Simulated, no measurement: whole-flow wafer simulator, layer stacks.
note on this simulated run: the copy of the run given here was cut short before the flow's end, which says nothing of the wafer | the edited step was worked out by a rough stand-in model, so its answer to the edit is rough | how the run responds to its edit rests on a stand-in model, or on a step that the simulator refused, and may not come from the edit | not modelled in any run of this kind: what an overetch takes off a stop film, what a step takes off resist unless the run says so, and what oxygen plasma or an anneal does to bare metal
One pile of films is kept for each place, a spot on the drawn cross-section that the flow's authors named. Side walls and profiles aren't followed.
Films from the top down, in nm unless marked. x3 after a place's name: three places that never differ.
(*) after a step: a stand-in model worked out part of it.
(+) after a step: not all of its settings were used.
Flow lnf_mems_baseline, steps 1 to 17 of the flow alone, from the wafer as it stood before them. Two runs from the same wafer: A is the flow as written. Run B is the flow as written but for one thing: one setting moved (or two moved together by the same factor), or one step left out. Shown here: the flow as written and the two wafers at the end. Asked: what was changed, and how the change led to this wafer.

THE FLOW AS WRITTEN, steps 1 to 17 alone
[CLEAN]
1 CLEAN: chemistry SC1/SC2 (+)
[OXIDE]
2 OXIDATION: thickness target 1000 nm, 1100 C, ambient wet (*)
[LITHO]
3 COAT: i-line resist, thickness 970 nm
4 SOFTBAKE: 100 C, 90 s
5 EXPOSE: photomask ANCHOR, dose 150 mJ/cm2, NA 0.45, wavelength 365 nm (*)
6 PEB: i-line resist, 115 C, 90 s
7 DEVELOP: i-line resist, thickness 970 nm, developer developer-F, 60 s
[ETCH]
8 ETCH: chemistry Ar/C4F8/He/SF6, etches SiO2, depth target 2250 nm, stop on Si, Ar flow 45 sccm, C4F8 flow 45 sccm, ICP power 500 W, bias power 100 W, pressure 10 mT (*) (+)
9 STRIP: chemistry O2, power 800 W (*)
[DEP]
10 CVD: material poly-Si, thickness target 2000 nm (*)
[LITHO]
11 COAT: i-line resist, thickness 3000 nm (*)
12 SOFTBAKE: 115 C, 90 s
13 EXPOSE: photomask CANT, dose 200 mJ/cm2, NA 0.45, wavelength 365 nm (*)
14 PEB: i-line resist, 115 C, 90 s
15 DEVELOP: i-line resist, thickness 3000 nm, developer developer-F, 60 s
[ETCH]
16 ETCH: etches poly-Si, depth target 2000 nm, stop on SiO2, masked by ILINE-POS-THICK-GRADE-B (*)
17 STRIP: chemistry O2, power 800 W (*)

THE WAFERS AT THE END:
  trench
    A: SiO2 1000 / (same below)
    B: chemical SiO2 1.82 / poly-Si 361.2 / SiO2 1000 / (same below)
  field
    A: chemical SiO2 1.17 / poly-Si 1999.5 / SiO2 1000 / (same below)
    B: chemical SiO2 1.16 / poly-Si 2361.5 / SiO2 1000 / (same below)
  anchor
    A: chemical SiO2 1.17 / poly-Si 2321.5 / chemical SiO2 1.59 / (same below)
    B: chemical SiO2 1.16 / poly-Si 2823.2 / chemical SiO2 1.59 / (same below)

The cause: step 10, CVD: thickness target 2362 nm was run, where the flow has thickness target 2000 nm.

How the change led to this, step by step:
  10 CVD: material poly-Si, thickness target 2000 nm (*)
      field, beam, trench, char_slit: A poly-Si +2000 (new film) | B poly-Si +2362 (new film)
      anchor: A poly-Si +2322 (new film) | B poly-Si +2823.7 (new film)
  11 COAT: i-line resist, thickness 3000 nm (*)
      anchor: A i-line resist +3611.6 (new film) | B i-line resist +3479.1 (new film)
  12 SOFTBAKE: 115 C, 90 s
      field: A i-line resist -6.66 | B i-line resist -6
      anchor: A i-line resist +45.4 | B i-line resist +40.3
      (and at 2 more places)
  14 PEB: i-line resist, 115 C, 90 s
      anchor: A i-line resist -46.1 | B i-line resist -43.7
  16 ETCH: etches poly-Si, depth target 2000 nm, stop on SiO2, masked by ILINE-POS-THICK-GRADE-B (*)
      trench, char_slit: A poly-Si -2000 (all of it) | B poly-Si -2000
  17 STRIP: chemistry O2, power 800 W (*)
      trench, char_slit: A nothing | B chemical SiO2 +1.82 (new film), poly-Si -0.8
      anchor: A chemical SiO2 +1.17 (new film), i-line resist -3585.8 (all of it), poly-Si -0.52 | B chemical SiO2 +1.16 (new film), i-line resist -3450.6 (all of it), poly-Si -0.51
